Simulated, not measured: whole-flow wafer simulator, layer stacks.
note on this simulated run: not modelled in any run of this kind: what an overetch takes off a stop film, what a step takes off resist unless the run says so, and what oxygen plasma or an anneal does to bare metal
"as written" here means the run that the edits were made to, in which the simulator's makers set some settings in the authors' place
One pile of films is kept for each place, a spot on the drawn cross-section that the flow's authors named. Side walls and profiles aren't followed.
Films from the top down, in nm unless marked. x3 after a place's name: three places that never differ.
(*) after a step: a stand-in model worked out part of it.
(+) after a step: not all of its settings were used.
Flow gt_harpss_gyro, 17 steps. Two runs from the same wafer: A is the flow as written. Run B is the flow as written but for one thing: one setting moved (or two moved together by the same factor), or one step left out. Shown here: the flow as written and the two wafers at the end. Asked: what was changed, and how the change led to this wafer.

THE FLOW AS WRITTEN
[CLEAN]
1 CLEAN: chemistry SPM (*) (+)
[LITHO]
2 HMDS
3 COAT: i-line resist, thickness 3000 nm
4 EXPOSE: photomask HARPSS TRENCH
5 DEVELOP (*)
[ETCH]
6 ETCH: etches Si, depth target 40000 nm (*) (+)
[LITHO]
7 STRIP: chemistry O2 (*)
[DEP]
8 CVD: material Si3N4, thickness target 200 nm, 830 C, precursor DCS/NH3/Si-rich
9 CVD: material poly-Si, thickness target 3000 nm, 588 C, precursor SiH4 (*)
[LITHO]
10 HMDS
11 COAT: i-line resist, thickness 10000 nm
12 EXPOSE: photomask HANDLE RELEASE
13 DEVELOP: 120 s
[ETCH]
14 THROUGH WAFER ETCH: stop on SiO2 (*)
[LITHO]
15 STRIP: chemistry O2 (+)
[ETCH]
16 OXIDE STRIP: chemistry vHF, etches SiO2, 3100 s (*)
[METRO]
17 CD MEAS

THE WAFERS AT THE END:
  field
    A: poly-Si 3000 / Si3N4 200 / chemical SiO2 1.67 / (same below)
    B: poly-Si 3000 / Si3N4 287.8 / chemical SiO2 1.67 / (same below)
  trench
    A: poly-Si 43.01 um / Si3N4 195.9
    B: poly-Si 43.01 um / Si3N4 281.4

The cause: step 8, CVD: thickness target 287.8 nm was run, where the flow has thickness target 200 nm.
It can be read off the wafer: field has Si3N4 287.8, and step 8 as written asks for 200 nm.

How the change led to this, step by step:
  8 CVD: material Si3N4, thickness target 200 nm, 830 C, precursor DCS/NH3/Si-rich
      field: A Si3N4 +200 (new film) | B Si3N4 +287.8 (new film)
      trench: A Si3N4 +195.9 (new film) | B Si3N4 +281.4 (new film)
